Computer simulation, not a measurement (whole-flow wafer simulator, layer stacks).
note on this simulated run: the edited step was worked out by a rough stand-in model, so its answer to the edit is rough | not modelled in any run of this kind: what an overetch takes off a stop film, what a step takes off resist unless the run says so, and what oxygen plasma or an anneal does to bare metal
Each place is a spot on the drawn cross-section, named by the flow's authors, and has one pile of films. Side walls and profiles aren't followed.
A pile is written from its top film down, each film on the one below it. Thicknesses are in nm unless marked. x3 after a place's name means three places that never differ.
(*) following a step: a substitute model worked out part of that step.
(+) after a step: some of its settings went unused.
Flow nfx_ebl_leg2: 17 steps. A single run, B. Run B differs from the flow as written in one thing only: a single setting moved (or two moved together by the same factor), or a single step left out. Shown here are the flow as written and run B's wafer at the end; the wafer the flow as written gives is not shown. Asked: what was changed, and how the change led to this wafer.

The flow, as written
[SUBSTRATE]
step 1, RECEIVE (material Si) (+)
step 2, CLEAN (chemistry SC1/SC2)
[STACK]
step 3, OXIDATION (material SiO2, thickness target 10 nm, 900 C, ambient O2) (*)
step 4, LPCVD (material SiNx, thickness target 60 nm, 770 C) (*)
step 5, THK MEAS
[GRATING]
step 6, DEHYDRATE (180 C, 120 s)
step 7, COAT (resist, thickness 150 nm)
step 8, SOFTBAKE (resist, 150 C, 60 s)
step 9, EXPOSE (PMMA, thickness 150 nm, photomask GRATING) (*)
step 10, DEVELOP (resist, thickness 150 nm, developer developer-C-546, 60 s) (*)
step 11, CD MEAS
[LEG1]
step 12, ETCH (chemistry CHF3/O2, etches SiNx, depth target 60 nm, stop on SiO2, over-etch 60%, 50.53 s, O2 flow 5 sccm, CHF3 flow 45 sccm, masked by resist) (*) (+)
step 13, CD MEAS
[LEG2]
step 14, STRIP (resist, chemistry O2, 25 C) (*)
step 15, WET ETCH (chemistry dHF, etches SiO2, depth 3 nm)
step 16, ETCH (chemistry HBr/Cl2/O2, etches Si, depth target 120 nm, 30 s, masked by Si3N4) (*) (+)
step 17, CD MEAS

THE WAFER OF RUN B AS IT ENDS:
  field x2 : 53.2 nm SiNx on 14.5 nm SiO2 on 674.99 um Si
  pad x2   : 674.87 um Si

The reason: step 3, OXIDATION: thickness target 14.5 nm was run, while the flow as written has thickness target 10 nm.
The wafer lets one read it off: field x2 has SiO2 14.5, and step 3 as written asks for 10 nm.

The path from the change to this, step by step:
  step 3, OXIDATION (material SiO2, thickness target 10 nm, 900 C, ambient O2) (*)
      field x2, pad x2: SiO2 gains 14.5 (new film), chemical SiO2 loses 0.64 (all of it), Si loses 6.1 (as written it would have been: SiO2 gains 10 (new film), chemical SiO2 loses 0.64 (all of it), Si loses 4.12)
  step 12, ETCH (chemistry CHF3/O2, etches SiNx, depth target 60 nm, stop on SiO2, over-etch 60%, 50.53 s, O2 flow 5 sccm, CHF3 flow 45 sccm, masked by resist) (*) (+)
      pad x2: SiNx loses 60 (all of it), SiO2 loses 14.5 (all of it) (as written it would have been: SiNx loses 60 (all of it), SiO2 loses 10 (all of it))
